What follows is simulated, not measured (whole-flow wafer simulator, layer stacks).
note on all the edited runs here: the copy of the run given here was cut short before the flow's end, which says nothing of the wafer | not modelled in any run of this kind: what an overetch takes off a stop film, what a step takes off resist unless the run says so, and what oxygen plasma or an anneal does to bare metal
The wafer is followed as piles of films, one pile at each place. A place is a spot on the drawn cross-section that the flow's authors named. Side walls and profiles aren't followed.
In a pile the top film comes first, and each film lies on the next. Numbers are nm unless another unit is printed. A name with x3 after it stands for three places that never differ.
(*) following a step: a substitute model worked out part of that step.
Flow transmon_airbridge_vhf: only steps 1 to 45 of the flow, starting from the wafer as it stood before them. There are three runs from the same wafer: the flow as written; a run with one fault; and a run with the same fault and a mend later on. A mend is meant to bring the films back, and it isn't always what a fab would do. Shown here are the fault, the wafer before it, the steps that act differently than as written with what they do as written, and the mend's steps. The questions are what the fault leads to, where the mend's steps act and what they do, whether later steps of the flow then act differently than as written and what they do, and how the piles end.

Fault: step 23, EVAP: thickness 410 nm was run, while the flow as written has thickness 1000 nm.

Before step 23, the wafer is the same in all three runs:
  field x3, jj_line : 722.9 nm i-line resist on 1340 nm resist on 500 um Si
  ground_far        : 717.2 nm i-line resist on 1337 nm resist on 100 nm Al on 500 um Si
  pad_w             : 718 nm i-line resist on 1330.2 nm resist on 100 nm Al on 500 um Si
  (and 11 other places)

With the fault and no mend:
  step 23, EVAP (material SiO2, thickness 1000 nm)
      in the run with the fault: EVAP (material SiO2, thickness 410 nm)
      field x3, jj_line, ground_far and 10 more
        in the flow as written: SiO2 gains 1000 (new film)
        in the run with the fault: SiO2 gains 410 (new film)
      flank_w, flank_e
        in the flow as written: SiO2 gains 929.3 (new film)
        in the run with the fault: SiO2 gains 381 (new film)
  Steps further on in the flow that do not act as written (1 other step is not shown; it differs only slightly, by no more than 2% or 0.5 nm, whichever is larger):
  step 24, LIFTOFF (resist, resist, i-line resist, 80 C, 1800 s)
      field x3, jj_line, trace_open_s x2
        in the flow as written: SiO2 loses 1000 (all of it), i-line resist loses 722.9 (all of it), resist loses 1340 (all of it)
        in the run with the fault: SiO2 loses 410 (all of it), i-line resist loses 722.9 (all of it), resist loses 1340 (all of it)
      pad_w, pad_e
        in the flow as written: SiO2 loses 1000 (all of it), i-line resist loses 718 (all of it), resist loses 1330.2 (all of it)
        in the run with the fault: SiO2 loses 410 (all of it), i-line resist loses 718 (all of it), resist loses 1330.2 (all of it)
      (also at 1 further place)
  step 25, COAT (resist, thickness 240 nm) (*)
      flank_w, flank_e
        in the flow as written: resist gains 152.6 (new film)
        in the run with the fault: resist gains 174.5 (new film)
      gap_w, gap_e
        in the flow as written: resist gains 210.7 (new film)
        in the run with the fault: resist gains 235.3 (new film)
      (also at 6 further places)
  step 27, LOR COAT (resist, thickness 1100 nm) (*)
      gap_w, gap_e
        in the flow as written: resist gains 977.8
        in the run with the fault: resist gains 1062.5
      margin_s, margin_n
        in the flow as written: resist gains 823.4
        in the run with the fault: resist gains 977.9
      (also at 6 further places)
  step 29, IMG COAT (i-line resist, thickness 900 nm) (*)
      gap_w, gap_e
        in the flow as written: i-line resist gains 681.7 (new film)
        in the run with the fault: i-line resist gains 826.9 (new film)
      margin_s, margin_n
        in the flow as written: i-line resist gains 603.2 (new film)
        in the run with the fault: i-line resist gains 787.2 (new film)
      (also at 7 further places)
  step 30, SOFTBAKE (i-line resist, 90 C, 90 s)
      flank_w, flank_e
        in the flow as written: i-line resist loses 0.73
        in the run with the fault: i-line resist loses 0.19
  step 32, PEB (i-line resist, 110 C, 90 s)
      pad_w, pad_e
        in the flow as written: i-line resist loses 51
        in the run with the fault: i-line resist loses 48
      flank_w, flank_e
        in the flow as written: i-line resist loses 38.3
        in the run with the fault: i-line resist loses 44
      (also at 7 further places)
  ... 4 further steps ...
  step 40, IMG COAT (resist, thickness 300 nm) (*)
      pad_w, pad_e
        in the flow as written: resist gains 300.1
        in the run with the fault: resist gains 284.2
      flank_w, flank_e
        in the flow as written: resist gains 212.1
        in the run with the fault: resist gains 230.5
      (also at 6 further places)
  By the end, the piles at pad_w, flank_w, gap_w and 7 more depart from the flow's by more than 2% or 0.5 nm, whichever is larger.
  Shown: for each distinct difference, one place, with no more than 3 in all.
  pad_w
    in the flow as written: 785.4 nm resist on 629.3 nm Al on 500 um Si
    in the run with the fault: 734.5 nm resist on 629.9 nm Al on 500 um Si
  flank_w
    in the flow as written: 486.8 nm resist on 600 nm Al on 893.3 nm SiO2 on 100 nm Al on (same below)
    in the run with the fault: 575.3 nm resist on 600 nm Al on 345 nm SiO2 on 100 nm Al on (same below)
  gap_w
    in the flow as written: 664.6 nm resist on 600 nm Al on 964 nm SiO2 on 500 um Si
    in the run with the fault: 715.6 nm resist on 600 nm Al on 374 nm SiO2 on 500 um Si

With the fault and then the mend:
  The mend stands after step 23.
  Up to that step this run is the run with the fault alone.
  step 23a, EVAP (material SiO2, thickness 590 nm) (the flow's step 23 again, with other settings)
      field x3, jj_line, ground_far and 10 more
        SiO2 gains 590
      flank_w, flank_e
        SiO2 gains 549.1
  Later steps of the flow that are run all act as written at every place that is followed, up to a difference of at most 2% or 0.5 nm, whichever is larger.
  When the end is reached, the piles differ only a little from the flow's at the places that both follow, at most by 2% or 0.5 nm, whichever is larger.
